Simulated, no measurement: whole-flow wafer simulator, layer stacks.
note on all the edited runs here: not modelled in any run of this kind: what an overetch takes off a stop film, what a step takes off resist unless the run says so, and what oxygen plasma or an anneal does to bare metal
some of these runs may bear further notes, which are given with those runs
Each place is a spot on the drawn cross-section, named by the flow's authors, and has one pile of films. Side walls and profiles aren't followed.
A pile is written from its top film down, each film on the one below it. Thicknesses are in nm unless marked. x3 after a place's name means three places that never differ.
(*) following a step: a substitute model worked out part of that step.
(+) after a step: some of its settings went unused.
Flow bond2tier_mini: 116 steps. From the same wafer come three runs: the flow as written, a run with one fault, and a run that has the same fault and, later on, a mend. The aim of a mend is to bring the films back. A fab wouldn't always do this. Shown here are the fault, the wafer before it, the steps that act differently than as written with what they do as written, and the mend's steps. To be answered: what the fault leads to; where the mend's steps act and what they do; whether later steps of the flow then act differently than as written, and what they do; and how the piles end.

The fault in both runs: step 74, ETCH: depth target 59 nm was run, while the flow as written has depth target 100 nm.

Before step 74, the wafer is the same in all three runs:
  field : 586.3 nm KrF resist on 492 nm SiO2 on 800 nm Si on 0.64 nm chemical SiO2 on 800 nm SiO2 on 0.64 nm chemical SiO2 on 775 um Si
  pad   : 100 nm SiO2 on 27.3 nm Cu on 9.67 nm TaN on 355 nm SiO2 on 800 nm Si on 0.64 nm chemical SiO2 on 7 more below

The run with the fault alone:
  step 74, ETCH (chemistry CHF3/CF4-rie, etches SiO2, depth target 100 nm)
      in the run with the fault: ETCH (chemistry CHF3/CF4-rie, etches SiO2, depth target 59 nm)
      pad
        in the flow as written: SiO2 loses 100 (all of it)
        in the run with the fault: SiO2 loses 59
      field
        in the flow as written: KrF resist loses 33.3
        in the run with the fault: KrF resist loses 19.7
  Steps later in the flow that act otherwise than as written (not shown: 1 more step that differs only slightly, by at most 2% or 0.5 nm, whichever is larger):
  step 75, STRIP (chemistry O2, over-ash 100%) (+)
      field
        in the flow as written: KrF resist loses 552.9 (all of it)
        in the run with the fault: KrF resist loses 566.6 (all of it)
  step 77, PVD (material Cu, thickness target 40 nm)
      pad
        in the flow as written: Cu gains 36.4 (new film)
        in the run with the fault: Cu gains 37.9 (new film)
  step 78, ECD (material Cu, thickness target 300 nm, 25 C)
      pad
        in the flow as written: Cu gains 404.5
        in the run with the fault: Cu gains 361.7
  The piles end different from the flow's at pad by more than 2% or 0.5 nm, whichever is larger.
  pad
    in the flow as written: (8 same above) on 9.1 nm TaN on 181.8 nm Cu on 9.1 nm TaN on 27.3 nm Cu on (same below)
    in the run with the fault: (8 same above) on 9.1 nm TaN on 140.4 nm Cu on 9.47 nm TaN on 41 nm SiO2 on 27.3 nm Cu on (same below)

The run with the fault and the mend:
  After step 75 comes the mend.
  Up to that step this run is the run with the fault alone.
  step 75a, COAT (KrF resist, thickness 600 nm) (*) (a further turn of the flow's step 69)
      field
        KrF resist gains 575 (new film)
      pad
        KrF resist gains 626.1 (new film)
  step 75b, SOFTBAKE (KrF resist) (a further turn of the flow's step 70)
      leaves every film unchanged at each place that is followed
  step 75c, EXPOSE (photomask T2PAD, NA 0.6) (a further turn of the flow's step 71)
      leaves every film unchanged at each place that is followed
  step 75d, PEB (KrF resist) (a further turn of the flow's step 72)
      leaves every film unchanged at each place that is followed
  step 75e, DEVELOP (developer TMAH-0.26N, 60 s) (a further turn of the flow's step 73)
      field
        KrF resist loses 13.7
      pad
        KrF resist loses 626.1 (all of it)
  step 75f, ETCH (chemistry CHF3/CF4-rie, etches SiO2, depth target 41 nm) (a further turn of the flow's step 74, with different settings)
      field
        KrF resist loses 13.7
      pad
        SiO2 loses 41 (all of it)
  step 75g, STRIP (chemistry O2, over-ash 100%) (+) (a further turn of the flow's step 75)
      field
        KrF resist loses 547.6 (all of it)
  None of the later steps of the flow acts differently than as written at any place that is followed.
  The piles end the same as the flow's at every place that both follow.
